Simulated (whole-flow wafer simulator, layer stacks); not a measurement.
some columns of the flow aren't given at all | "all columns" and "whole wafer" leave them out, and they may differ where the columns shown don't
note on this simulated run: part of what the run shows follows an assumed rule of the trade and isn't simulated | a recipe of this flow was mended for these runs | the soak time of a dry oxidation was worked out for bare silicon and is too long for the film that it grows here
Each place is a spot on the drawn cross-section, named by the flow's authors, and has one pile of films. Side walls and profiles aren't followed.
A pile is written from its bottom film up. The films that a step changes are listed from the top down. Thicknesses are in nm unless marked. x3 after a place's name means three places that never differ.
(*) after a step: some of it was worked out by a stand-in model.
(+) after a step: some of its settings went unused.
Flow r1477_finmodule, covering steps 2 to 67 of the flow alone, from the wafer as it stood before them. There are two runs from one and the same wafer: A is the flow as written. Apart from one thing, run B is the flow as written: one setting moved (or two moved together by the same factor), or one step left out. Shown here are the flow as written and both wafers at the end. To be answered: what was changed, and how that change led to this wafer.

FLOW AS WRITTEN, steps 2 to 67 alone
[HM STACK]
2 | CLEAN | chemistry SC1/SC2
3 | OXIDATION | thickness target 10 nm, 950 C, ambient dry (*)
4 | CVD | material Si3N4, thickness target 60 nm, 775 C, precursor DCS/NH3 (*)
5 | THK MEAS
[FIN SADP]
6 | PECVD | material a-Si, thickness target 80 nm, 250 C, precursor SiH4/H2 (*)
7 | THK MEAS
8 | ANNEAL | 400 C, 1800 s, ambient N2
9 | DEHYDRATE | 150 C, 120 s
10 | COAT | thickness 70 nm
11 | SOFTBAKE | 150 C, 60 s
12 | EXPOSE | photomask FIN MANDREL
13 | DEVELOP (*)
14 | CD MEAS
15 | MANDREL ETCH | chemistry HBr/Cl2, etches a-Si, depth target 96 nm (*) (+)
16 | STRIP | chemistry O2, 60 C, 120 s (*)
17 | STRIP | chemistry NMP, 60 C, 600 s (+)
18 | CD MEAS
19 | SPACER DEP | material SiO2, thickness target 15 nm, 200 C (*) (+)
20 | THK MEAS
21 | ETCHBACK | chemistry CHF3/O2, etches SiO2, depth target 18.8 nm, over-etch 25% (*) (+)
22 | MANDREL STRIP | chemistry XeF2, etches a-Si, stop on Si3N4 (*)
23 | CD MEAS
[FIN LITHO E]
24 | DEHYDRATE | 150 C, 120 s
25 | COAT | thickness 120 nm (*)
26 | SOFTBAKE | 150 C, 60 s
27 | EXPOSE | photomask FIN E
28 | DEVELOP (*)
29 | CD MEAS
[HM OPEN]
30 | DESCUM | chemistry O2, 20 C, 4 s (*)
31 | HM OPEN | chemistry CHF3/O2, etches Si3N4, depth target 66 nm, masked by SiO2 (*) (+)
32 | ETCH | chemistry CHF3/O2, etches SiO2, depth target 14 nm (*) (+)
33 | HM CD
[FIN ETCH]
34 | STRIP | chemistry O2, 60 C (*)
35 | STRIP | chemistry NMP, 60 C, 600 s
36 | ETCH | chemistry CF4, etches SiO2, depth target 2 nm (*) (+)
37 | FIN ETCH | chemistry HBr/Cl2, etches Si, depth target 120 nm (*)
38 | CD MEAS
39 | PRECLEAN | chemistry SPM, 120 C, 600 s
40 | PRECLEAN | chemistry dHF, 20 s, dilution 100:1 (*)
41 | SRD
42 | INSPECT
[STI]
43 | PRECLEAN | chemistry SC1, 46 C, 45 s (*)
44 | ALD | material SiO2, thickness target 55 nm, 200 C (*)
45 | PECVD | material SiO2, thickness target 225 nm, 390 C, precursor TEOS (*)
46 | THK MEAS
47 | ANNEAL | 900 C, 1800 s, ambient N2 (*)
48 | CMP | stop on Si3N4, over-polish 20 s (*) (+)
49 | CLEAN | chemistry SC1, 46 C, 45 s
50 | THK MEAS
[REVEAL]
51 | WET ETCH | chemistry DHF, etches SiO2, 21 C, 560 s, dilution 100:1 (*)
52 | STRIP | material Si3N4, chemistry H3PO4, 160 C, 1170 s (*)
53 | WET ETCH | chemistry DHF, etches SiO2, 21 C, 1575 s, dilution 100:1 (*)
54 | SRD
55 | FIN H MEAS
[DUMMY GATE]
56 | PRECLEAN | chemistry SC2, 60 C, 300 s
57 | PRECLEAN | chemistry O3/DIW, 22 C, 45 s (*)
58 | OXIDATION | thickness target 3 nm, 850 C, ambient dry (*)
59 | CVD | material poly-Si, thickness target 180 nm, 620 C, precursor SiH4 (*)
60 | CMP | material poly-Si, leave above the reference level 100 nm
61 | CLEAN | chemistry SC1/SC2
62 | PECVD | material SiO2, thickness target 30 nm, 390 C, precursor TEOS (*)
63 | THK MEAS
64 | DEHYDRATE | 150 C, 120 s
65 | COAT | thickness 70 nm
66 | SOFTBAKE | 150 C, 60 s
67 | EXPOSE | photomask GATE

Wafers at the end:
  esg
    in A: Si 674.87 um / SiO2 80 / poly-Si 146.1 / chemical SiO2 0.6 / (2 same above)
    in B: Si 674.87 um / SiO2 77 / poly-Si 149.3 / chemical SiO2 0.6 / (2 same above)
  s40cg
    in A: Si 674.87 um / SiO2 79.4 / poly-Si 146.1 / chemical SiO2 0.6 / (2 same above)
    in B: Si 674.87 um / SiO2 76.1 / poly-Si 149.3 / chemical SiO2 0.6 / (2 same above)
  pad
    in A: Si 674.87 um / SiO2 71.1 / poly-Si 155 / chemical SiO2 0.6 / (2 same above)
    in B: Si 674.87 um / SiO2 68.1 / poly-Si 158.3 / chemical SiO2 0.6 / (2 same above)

The reason: step 15, MANDREL ETCH: depth target 119 nm was run, while the flow as written has depth target 96 nm.

Step by step, how the change led to this:
  15 | MANDREL ETCH | chemistry HBr/Cl2, etches a-Si, depth target 96 nm (*) (+)
      pad, padg, elg and 27 more: A -80 a-Si (all of it), -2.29 Si3N4 | B -80 a-Si (all of it), -5.57 Si3N4
      s40cg, s45cg, s50cg, s40co, s45co, s50co: A -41 e-beam-resist | B -49.8 e-beam-resist
  16 | STRIP | chemistry O2, 60 C, 120 s (*)
      s40cg, s45cg, s50cg, s40co, s45co, s50co: A +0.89 chemical SiO2 (new film), -29 e-beam-resist (all of it), -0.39 a-Si | B +0.99 chemical SiO2 (new film), -20.2 e-beam-resist (all of it), -0.44 a-Si
  25 | COAT | thickness 120 nm (*)
      s40sg_line, s40so_line: A +60 e-beam-resist (new film) | B +58.6 e-beam-resist (new film)
      s45sg_line, s45so_line: A +60.3 e-beam-resist (new film) | B +59 e-beam-resist (new film)
  28 | DEVELOP (*)
      s40sg_line, s40so_line: A -60 e-beam-resist (all of it) | B -58.6 e-beam-resist (all of it)
      s45sg_line, s45so_line: A -60.3 e-beam-resist (all of it) | B -59 e-beam-resist (all of it)
  31 | HM OPEN | chemistry CHF3/O2, etches Si3N4, depth target 66 nm, masked by SiO2 (*) (+)
      pad, padg, esg and 13 more: A -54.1 Si3N4 (all of it), -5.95 SiO2 | B -50.8 Si3N4 (all of it), -7.6 SiO2
  32 | ETCH | chemistry CHF3/O2, etches SiO2, depth target 14 nm (*) (+)
      pad, padg, esg and 13 more: A -4.05 SiO2 (all of it), -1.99 Si | B -2.4 SiO2 (all of it), -2.32 Si
  48 | CMP | stop on Si3N4, over-polish 20 s (*) (+)
      pad, padg: A -79.4 SiO2 | B -82.4 SiO2
  52 | STRIP | material Si3N4, chemistry H3PO4, 160 C, 1170 s (*)
      elg, e40lg, e100lg, e200lg, elo, e40lo, e100lo, e200lo: A -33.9 Si3N4 (all of it), -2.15 SiO2 | B -30.6 Si3N4 (all of it), -2.25 SiO2
      s40sg_line, s45sg_line, s50sg_line, s40so_line, s45so_line, s50so_line: A -55.1 Si3N4 (all of it), -1.49 SiO2 | B -51.8 Si3N4 (all of it), -1.59 SiO2
  60 | CMP | material poly-Si, leave above the reference level 100 nm
      pad, padg: A -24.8 poly-Si | B -21.5 poly-Si
